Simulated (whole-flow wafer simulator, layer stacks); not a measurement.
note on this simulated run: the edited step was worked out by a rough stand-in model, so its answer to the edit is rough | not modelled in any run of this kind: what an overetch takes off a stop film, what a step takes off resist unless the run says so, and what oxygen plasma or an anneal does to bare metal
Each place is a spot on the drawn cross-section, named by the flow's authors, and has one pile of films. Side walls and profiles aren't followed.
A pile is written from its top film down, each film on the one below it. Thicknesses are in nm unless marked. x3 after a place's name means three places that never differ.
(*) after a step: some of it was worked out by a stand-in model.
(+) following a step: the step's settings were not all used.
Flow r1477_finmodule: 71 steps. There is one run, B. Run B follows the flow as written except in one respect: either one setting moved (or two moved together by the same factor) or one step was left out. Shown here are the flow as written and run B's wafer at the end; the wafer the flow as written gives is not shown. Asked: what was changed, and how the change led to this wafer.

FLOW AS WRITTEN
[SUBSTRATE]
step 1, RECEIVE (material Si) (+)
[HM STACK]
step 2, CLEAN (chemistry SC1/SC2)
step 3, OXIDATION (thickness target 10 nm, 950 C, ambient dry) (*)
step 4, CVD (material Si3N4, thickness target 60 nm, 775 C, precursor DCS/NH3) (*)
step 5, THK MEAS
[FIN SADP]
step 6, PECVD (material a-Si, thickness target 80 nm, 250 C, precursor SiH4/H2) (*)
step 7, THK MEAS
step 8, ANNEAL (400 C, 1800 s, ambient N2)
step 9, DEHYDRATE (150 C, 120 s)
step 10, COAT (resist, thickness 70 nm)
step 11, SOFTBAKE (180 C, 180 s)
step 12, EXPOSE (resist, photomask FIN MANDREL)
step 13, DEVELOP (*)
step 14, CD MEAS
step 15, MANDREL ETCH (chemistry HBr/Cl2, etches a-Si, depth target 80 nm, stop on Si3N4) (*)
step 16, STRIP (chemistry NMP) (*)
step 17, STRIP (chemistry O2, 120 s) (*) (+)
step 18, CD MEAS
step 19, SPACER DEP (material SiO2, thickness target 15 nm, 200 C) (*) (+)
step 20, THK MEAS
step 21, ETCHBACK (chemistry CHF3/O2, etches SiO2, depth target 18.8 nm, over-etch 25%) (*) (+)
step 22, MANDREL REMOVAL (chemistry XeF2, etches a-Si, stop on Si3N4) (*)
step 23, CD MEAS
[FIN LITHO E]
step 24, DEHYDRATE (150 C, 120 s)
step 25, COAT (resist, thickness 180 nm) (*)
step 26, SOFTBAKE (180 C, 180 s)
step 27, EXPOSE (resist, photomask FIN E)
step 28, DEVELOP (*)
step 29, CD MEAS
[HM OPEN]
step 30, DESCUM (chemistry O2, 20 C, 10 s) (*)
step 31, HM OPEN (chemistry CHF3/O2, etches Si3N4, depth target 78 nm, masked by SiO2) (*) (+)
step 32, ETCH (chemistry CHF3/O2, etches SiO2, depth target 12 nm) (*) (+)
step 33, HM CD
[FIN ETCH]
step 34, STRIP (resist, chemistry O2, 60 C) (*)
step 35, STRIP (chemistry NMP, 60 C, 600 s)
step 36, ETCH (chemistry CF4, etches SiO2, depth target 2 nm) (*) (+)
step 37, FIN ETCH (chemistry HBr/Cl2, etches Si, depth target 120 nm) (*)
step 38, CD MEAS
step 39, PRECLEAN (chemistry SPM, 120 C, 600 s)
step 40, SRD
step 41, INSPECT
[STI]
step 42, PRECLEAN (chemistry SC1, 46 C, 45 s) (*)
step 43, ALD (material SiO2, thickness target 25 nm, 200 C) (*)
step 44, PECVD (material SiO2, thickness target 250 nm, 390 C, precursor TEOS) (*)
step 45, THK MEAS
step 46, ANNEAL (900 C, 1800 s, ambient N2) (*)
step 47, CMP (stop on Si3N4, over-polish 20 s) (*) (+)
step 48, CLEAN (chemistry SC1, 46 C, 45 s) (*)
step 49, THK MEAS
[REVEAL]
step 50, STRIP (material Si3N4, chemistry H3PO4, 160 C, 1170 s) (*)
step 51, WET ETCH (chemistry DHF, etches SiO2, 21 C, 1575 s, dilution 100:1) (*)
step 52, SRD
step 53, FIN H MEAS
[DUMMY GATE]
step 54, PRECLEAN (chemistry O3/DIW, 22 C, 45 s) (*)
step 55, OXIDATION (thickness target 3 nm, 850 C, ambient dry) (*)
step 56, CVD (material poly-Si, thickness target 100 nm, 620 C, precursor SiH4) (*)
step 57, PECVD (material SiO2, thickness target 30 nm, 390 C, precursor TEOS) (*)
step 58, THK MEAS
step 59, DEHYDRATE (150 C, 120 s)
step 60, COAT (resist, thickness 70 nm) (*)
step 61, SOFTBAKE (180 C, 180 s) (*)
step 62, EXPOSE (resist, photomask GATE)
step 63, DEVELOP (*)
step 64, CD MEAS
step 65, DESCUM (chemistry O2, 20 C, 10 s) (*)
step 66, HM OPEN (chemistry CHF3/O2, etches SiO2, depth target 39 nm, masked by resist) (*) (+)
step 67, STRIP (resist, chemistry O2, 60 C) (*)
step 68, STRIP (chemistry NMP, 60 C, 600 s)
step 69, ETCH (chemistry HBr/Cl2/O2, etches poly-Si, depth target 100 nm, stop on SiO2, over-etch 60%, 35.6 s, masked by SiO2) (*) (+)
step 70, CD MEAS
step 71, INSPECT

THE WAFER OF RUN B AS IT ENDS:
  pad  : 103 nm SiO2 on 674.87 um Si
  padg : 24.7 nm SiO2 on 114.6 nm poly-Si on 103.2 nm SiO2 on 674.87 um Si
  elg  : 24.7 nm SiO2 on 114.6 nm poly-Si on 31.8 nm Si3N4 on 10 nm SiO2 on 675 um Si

Cause: step 56, CVD: thickness target 114.6 nm was run, whereas the flow has thickness target 100 nm.
The wafer lets one read it off: padg has poly-Si 114.6, and step 56 as written asks for 100 nm.

Step by step, how the change led to this:
  step 56, CVD (material poly-Si, thickness target 100 nm, 620 C, precursor SiH4) (*)
      pad, padg, elg and 26 more: poly-Si gains 114.6 (new film) (in the flow as written it would be: poly-Si gains 100 (new film))
      s40cg, s40co: poly-Si gains 128.8 (new film) (in the flow as written it would be: poly-Si gains 113.9 (new film))
      (also at 5 further places)
  step 69, ETCH (chemistry HBr/Cl2/O2, etches poly-Si, depth target 100 nm, stop on SiO2, over-etch 60%, 35.6 s, masked by SiO2) (*) (+)
      elo, e40lo, e100lo, e200lo: chemical SiO2 loses 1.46 (all of it), poly-Si loses 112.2 (all of it) (in the flow as written it would be: chemical SiO2 loses 1.46 (all of it), poly-Si loses 97.6 (all of it), Si3N4 loses 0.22)
      pad, eso, e40so and 8 more: chemical SiO2 loses 1.46 (all of it), poly-Si loses 112.2 (all of it), SiO2 loses 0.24 (in the flow as written it would be: chemical SiO2 loses 1.46 (all of it), poly-Si loses 97.6 (all of it), SiO2 loses 0.42)
      (also at 3 further places)
